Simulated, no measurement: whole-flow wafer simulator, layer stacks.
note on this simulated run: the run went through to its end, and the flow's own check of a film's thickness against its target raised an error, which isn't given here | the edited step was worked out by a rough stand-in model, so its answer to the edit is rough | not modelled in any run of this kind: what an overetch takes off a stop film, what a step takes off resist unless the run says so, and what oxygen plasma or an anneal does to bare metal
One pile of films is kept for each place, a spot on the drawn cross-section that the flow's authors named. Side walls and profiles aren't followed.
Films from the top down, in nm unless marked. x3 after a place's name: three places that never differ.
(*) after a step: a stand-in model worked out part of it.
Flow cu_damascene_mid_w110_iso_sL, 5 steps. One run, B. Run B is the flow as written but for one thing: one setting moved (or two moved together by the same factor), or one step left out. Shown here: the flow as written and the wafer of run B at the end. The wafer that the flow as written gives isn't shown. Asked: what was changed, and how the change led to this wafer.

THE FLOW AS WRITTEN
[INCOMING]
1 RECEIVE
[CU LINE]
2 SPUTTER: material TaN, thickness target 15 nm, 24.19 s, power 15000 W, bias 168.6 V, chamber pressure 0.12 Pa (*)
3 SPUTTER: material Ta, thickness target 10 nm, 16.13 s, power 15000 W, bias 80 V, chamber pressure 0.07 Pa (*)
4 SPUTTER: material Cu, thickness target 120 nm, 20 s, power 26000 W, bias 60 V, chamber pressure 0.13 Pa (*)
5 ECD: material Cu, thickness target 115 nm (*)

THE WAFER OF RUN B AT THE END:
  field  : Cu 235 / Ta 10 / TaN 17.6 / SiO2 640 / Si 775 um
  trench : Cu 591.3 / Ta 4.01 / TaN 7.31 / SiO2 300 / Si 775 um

The cause: step 2, SPUTTER: thickness target 17.6 nm was run, where the flow has thickness target 15 nm; step 2, SPUTTER: 28.42 s was run, where the flow has 24.19 s.
It can be read off the wafer: field has TaN 17.6, and step 2 as written asks for 15 nm.

How the change led to this, step by step:
  2 SPUTTER: material TaN, thickness target 15 nm, 24.19 s, power 15000 W, bias 168.6 V, chamber pressure 0.12 Pa (*)
      field: TaN +17.6 (new film) (as written it would be: TaN +15 (new film))
      trench: TaN +7.31 (new film) (as written it would be: TaN +6.23 (new film))
